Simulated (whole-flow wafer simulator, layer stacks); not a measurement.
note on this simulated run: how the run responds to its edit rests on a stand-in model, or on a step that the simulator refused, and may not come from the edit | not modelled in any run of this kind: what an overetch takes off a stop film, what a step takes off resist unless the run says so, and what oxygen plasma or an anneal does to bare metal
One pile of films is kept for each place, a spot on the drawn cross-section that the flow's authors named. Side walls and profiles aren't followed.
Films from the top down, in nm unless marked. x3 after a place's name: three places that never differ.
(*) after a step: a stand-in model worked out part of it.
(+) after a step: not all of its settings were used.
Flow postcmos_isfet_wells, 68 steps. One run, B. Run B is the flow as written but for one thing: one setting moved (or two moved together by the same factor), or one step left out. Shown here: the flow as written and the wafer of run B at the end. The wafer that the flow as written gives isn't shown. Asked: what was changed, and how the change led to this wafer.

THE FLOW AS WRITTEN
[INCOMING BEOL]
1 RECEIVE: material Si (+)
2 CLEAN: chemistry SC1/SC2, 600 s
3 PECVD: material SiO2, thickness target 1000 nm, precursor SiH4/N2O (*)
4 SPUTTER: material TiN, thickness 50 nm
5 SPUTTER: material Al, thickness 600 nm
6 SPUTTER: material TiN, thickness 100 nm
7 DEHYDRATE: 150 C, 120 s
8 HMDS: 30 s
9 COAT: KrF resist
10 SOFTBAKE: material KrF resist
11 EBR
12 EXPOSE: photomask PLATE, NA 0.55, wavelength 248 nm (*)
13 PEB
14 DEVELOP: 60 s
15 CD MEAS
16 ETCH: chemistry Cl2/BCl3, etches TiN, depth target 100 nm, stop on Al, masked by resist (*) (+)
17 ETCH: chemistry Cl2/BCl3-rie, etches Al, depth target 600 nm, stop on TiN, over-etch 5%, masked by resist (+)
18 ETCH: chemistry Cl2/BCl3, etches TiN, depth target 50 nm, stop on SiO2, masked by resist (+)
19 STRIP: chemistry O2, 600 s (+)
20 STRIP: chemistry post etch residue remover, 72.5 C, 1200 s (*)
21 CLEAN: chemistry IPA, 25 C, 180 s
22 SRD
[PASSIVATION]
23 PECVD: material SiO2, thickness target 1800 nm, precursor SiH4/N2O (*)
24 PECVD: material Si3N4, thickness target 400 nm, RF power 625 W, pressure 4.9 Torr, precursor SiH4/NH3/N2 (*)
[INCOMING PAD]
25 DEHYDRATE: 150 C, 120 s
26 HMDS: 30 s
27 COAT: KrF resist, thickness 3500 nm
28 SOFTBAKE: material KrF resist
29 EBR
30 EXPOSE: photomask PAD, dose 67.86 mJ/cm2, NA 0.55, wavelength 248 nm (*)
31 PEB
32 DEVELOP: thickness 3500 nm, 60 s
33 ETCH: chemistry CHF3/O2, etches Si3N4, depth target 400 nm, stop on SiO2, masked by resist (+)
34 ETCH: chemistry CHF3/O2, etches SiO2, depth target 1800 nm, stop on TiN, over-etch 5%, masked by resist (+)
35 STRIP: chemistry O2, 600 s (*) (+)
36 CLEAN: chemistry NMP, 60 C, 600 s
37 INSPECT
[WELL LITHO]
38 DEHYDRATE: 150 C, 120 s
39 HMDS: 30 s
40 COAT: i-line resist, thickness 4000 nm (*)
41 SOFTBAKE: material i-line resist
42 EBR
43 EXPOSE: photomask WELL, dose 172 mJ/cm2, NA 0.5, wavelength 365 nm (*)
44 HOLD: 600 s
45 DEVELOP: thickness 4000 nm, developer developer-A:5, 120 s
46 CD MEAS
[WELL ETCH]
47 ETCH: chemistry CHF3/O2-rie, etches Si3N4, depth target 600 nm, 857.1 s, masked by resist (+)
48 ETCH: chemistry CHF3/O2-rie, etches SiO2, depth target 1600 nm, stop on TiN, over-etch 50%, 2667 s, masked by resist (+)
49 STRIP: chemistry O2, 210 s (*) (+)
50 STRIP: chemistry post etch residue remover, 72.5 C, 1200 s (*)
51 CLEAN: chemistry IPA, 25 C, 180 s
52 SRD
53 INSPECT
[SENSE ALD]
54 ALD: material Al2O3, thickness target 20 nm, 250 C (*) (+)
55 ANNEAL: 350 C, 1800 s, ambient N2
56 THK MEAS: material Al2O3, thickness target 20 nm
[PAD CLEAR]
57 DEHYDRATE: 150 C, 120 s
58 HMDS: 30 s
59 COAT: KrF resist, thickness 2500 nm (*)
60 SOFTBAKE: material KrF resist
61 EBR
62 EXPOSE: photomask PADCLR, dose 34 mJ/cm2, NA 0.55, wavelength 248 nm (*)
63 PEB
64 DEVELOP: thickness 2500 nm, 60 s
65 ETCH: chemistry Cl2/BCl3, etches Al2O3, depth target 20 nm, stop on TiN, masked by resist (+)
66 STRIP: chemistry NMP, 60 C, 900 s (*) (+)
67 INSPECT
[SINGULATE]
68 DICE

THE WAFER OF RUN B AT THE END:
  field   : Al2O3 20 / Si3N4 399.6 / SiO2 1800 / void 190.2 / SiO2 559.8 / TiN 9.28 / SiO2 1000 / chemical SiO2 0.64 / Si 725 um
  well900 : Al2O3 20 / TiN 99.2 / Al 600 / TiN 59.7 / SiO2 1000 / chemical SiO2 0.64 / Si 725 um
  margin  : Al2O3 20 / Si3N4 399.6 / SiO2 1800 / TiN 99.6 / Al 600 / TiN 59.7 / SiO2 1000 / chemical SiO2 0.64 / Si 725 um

The cause: step 4, SPUTTER: thickness 59.7 nm was run, where the flow has thickness 50 nm.
It can be read off the wafer: well900 has TiN 59.7, and step 4 as written asks for 50 nm.

How the change led to this, step by step:
  4 SPUTTER: material TiN, thickness 50 nm
      field, margin, well900, well1300 x3, pad_rim, pad_clr, pad_open: TiN +59.7 (new film) (as written it would be: TiN +50 (new film))
  18 ETCH: chemistry Cl2/BCl3, etches TiN, depth target 50 nm, stop on SiO2, masked by resist (+)
      field: TiN -50 (as written it would be: TiN -50 (all of it))
  23 PECVD: material SiO2, thickness target 1800 nm, precursor SiH4/N2O (*)
      field: SiO2 +1800 (new film), void +190.2 (new film), SiO2 +559.8 (new film) (as written it would be: SiO2 +1800 (new film), void +189.9 (new film), SiO2 +559.7)
Counting metal films that touch as one body, field has 1 body; the flow as written gives 0 bodies.
